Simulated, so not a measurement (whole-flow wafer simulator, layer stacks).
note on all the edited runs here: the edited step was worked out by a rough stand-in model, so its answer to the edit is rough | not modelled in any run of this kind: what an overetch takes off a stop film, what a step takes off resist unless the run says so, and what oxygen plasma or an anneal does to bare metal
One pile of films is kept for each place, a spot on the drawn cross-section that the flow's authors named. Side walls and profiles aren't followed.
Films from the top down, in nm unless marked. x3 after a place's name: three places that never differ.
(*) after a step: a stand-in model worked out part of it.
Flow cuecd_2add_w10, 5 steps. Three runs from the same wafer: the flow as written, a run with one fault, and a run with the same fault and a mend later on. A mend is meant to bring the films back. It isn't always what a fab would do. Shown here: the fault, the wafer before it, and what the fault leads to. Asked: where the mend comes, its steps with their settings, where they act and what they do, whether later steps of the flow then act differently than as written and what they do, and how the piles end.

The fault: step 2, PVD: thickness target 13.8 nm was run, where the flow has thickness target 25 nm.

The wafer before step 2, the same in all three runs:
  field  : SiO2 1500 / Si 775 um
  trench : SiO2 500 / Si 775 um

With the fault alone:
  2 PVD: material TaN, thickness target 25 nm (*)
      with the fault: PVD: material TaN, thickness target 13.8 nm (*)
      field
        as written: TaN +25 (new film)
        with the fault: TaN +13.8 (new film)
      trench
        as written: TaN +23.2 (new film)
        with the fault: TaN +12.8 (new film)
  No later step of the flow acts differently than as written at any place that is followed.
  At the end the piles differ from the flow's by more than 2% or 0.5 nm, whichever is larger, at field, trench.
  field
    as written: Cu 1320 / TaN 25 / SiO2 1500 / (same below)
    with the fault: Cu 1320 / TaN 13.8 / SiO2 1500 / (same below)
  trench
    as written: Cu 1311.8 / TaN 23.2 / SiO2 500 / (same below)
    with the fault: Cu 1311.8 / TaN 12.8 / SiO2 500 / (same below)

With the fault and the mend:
  The mend comes after step 2.
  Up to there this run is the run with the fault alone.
  2a PVD: material TaN, thickness target 11.2 nm (*) (the flow's step 2 once more, with other settings)
      field
        TaN +11.2
      trench
        TaN +10.4
  No later step of the flow acts differently than as written at any place that is followed.
  At the end the piles are the same as the flow's at every place that both follow.
